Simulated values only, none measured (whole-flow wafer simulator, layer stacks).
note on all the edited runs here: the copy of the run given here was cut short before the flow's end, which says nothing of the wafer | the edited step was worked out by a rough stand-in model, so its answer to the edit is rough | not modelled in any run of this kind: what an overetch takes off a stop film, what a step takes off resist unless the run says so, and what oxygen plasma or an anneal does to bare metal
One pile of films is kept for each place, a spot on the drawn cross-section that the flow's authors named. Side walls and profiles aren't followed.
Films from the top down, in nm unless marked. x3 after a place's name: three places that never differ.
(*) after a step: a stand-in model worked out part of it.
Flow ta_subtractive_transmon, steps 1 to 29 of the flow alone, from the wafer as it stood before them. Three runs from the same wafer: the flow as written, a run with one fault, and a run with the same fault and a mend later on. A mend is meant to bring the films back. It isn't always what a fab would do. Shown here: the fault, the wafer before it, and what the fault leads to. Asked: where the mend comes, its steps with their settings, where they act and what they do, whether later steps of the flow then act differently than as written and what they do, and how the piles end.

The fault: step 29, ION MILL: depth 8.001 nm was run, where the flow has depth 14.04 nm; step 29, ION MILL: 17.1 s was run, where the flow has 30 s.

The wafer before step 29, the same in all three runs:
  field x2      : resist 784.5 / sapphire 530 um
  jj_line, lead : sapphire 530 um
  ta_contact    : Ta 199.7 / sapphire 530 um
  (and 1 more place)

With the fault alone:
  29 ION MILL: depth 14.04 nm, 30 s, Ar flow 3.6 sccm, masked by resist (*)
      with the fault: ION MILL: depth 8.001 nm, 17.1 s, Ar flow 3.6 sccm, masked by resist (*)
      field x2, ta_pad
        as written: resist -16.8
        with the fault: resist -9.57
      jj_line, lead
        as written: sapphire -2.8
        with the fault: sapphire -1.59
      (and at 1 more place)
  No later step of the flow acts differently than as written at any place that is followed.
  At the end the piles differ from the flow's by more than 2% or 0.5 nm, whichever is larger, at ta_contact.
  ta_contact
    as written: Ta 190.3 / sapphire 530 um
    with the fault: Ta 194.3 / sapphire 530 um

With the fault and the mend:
  The mend comes after step 29.
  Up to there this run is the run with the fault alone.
  29a ION MILL: depth 6.036 nm, 12.9 s, Ar flow 3.6 sccm, masked by resist (*) (the flow's step 29 once more, with other settings)
      field x2, ta_pad
        resist -7.22
      jj_line, lead
        sapphire -1.2
      ta_contact
        Ta -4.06
  No later step of the flow acts differently than as written at any place that is followed.
  At the end the piles are the same as the flow's at every place that both follow.
